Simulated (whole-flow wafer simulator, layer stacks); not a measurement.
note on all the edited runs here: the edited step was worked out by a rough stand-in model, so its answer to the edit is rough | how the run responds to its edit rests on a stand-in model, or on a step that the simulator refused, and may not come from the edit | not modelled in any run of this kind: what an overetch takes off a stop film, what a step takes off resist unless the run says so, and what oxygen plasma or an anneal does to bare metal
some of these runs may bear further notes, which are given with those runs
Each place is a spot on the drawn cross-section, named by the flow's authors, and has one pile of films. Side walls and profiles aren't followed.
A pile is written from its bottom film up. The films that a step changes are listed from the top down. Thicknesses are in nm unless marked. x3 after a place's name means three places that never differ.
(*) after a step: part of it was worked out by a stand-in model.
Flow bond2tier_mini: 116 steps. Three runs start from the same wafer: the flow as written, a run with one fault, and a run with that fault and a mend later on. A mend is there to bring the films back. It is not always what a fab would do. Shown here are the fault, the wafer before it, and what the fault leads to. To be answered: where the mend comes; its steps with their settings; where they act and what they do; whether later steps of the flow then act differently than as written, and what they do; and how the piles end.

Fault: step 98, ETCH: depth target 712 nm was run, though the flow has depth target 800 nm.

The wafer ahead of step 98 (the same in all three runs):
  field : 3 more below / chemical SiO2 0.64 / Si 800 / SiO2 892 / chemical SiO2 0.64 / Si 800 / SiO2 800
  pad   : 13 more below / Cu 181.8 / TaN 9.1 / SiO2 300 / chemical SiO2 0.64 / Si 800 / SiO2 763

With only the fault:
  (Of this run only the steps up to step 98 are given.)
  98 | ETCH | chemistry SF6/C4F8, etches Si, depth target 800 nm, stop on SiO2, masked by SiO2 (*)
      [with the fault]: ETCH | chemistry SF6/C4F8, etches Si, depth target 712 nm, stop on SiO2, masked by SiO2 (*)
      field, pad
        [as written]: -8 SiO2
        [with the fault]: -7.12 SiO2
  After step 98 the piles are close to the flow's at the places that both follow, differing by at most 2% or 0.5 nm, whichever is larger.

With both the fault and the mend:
  The mend follows step 98.
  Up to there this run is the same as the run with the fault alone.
  98a | ETCH | chemistry SF6/C4F8, etches Si, depth target 88 nm, stop on SiO2, masked by SiO2 (*) (the flow's step 98 again, with other settings)
      field, pad
        -0.88 SiO2
  Later steps of the flow that are run all act as written at every place that is followed.
  At every place that both follow, the piles at the end match the flow's.
